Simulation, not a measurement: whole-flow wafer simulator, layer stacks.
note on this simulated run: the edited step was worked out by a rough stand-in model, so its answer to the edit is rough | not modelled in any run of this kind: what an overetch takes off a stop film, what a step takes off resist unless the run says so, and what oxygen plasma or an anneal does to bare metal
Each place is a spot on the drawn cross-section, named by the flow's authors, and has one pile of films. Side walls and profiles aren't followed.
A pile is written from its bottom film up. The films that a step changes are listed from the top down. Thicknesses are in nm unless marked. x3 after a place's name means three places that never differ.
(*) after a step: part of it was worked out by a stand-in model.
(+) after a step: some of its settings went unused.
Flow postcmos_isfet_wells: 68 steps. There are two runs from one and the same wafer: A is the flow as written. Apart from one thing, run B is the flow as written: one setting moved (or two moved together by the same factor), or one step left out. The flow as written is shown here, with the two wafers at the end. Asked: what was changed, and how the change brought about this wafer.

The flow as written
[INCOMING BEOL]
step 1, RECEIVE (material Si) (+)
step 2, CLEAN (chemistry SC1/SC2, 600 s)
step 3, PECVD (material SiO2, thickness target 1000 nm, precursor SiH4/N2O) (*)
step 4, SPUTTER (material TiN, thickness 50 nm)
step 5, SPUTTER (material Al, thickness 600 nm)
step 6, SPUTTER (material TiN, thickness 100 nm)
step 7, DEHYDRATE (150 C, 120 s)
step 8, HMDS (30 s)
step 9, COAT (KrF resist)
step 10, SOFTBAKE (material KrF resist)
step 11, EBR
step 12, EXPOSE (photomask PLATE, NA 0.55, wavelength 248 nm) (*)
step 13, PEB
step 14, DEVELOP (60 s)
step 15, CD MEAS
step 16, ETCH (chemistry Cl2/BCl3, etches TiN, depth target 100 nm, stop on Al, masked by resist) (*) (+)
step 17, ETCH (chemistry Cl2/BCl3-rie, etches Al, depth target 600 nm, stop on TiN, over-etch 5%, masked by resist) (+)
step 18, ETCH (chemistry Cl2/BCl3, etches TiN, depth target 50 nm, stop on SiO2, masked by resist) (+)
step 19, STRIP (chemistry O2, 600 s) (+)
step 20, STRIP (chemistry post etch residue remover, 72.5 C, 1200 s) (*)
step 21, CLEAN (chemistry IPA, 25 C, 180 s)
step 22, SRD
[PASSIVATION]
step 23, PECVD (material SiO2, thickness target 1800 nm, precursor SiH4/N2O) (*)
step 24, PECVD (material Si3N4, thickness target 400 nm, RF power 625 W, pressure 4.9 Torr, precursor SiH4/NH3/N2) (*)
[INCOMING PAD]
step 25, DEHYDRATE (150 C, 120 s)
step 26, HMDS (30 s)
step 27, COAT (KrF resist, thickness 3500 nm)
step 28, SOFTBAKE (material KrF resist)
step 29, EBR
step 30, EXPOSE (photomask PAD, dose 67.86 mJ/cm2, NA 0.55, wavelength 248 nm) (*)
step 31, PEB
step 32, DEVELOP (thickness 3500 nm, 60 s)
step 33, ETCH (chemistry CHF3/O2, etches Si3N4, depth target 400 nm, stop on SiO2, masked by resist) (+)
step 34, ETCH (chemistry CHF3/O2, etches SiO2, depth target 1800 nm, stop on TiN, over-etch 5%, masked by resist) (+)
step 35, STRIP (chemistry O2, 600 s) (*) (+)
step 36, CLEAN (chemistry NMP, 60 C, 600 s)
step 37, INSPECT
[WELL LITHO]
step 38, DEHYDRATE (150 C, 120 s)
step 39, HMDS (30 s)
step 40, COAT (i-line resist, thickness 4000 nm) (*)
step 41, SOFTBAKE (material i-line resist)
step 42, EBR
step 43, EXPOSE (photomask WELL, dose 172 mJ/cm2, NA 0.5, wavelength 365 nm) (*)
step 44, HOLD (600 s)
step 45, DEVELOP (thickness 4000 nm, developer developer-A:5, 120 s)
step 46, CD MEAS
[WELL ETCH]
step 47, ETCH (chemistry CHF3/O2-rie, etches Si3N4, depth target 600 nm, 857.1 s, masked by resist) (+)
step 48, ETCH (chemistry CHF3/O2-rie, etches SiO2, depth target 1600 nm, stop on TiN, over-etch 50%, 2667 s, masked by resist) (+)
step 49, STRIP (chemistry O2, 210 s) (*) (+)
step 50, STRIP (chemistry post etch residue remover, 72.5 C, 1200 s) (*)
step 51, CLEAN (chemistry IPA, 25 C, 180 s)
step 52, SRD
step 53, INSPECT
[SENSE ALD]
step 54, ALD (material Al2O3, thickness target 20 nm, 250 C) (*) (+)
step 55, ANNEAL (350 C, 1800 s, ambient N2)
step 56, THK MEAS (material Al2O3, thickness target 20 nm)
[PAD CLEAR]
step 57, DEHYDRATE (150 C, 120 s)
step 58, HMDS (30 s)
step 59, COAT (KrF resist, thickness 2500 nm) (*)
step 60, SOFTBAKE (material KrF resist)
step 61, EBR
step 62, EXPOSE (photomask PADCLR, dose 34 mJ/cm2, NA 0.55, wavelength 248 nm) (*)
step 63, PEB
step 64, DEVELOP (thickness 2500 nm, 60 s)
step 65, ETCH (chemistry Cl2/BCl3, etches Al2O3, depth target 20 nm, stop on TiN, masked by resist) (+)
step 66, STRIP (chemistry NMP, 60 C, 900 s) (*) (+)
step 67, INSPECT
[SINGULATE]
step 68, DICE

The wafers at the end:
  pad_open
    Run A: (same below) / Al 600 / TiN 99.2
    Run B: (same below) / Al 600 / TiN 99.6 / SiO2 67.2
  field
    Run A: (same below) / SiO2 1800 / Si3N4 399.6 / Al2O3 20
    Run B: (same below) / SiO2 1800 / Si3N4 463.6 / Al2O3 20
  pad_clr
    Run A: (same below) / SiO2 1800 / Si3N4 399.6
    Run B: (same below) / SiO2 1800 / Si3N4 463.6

What caused this: step 24, PECVD: thickness target 464 nm was run, though the flow has thickness target 400 nm.

The path from the change to this, step by step:
  step 24, PECVD (material Si3N4, thickness target 400 nm, RF power 625 W, pressure 4.9 Torr, precursor SiH4/NH3/N2) (*)
      field, margin, well900, well1300 x3, pad_rim, pad_clr, pad_open: A +400 Si3N4 (new film) | B +464 Si3N4 (new film)
  step 33, ETCH (chemistry CHF3/O2, etches Si3N4, depth target 400 nm, stop on SiO2, masked by resist) (+)
      pad_open: A -400 Si3N4 (all of it) | B -400 Si3N4
  step 34, ETCH (chemistry CHF3/O2, etches SiO2, depth target 1800 nm, stop on TiN, over-etch 5%, masked by resist) (+)
      pad_open: A -1800 SiO2 (all of it) | B -64 Si3N4 (all of it), -1732.8 SiO2
  step 47, ETCH (chemistry CHF3/O2-rie, etches Si3N4, depth target 600 nm, 857.1 s, masked by resist) (+)
      well900, well1300 x3: A -400 Si3N4 (all of it), -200 SiO2 | B -464 Si3N4 (all of it), -136 SiO2
  step 48, ETCH (chemistry CHF3/O2-rie, etches SiO2, depth target 1600 nm, stop on TiN, over-etch 50%, 2667 s, masked by resist) (+)
      well900, well1300 x3: A -1600 SiO2 (all of it) | B -1664 SiO2 (all of it)
  step 59, COAT (KrF resist, thickness 2500 nm) (*)
      field: A +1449 KrF resist (new film) | B +1418.4 KrF resist (new film)
      margin: A +1448.9 KrF resist (new film) | B +1418.3 KrF resist (new film)
  step 66, STRIP (chemistry NMP, 60 C, 900 s) (*) (+)
      field: A -1400.1 KrF resist (all of it) | B -1369.8 KrF resist (all of it)
      margin: A -1400.1 KrF resist (all of it) | B -1369.7 KrF resist (all of it)
